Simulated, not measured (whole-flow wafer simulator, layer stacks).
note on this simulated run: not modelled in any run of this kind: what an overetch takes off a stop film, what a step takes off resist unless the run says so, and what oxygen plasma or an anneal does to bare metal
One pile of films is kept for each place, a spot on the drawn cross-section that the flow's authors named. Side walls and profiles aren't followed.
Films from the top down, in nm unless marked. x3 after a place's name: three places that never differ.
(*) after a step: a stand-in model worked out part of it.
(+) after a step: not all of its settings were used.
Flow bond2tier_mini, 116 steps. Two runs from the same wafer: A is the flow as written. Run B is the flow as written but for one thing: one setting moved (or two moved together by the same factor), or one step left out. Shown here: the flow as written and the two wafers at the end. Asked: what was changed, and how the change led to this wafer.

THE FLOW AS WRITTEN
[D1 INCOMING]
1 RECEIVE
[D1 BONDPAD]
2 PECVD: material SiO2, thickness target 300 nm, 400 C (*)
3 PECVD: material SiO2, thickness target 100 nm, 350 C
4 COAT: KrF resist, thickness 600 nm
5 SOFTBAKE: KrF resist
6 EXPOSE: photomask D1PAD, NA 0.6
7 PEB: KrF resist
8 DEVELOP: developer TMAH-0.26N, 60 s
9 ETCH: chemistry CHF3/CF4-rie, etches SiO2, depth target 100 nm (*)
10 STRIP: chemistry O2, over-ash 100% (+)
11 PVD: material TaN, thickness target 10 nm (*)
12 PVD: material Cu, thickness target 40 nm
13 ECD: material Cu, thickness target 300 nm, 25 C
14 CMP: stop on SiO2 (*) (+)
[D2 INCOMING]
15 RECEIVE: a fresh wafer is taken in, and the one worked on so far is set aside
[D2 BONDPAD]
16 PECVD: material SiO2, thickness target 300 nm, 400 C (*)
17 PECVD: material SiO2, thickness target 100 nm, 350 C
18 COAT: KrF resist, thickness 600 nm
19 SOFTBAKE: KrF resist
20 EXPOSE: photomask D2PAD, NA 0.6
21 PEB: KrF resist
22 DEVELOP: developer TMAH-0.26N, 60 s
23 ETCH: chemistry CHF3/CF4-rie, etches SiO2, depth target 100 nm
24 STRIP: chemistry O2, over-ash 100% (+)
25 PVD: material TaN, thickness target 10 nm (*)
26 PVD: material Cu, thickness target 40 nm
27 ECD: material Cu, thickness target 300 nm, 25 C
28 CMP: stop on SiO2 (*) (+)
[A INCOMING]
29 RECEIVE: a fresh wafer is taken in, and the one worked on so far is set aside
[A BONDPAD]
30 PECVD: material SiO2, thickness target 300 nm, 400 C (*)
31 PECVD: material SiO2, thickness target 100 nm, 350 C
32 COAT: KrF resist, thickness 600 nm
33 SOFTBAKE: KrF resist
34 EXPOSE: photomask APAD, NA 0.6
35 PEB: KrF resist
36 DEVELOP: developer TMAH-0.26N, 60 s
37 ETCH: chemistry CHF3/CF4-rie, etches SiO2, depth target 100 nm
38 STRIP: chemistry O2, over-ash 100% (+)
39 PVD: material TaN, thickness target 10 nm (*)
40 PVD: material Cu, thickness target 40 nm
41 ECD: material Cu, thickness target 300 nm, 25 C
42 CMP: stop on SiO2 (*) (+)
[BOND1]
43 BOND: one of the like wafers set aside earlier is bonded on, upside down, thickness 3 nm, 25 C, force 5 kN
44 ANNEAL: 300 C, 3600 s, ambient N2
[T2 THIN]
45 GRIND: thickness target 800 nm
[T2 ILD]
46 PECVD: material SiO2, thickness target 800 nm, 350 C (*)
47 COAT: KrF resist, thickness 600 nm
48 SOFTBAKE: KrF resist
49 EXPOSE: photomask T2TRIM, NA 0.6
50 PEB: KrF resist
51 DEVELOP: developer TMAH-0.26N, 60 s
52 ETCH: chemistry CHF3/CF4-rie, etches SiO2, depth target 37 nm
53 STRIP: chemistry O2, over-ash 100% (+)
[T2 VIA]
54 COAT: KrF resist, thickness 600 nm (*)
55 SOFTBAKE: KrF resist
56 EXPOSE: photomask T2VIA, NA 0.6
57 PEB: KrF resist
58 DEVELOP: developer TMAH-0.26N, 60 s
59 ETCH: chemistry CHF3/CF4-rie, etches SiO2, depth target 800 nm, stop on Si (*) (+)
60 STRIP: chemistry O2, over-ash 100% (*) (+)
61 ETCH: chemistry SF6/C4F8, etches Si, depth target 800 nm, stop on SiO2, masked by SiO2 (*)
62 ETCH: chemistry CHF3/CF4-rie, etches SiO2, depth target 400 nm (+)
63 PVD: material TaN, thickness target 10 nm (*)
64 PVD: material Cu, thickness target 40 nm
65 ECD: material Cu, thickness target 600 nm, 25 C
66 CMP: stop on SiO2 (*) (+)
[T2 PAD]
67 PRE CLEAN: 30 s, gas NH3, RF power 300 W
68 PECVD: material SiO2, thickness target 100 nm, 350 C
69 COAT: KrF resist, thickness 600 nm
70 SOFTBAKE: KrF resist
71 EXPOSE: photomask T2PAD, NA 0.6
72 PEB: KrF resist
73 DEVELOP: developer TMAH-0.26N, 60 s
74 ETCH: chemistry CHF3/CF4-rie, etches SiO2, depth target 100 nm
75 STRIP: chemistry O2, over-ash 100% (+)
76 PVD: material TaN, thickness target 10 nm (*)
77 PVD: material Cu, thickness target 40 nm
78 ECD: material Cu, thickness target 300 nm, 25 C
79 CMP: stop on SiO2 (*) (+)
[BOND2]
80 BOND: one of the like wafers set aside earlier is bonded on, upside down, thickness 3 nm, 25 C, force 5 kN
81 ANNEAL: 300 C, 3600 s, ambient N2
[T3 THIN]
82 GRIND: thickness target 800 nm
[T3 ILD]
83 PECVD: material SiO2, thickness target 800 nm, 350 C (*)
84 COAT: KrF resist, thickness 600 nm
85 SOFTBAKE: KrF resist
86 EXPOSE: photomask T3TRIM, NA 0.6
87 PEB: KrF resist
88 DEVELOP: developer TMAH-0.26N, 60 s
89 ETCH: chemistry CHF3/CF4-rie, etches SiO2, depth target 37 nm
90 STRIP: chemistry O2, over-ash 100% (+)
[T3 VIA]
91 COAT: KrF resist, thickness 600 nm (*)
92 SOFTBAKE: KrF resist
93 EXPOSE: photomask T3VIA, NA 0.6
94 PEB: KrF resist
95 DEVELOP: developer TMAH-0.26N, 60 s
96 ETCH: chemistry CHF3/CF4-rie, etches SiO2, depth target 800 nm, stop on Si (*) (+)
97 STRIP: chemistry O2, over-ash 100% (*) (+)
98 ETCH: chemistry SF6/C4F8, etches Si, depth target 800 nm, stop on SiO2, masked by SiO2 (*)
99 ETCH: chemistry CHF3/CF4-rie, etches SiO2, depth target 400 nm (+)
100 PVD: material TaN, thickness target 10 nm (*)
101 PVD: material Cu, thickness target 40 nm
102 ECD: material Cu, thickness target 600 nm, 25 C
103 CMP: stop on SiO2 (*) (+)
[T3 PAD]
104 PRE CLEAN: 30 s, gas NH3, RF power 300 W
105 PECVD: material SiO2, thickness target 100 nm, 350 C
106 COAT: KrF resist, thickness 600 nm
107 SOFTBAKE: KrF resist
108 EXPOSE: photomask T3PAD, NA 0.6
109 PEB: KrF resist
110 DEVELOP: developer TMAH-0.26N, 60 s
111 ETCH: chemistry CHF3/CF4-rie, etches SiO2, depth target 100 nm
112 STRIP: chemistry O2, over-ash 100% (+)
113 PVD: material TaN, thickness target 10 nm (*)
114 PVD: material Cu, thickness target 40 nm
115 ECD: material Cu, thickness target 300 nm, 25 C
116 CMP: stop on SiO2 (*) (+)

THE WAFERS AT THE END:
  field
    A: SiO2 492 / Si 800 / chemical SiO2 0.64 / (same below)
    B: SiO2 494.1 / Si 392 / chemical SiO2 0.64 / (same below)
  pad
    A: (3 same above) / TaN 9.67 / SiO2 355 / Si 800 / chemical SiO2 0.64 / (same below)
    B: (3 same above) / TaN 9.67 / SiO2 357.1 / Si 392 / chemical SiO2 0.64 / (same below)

The cause: step 82, GRIND: thickness target 392 nm was run, where the flow has thickness target 800 nm.
It can be read off the wafer: field has Si 392, and step 82 as written asks for 800 nm.

How the change led to this, step by step:
  82 GRIND: thickness target 800 nm
      field, pad: A Si -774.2 um | B Si -774.61 um
  98 ETCH: chemistry SF6/C4F8, etches Si, depth target 800 nm, stop on SiO2, masked by SiO2 (*)
      field, pad: A SiO2 -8 | B SiO2 -5.88
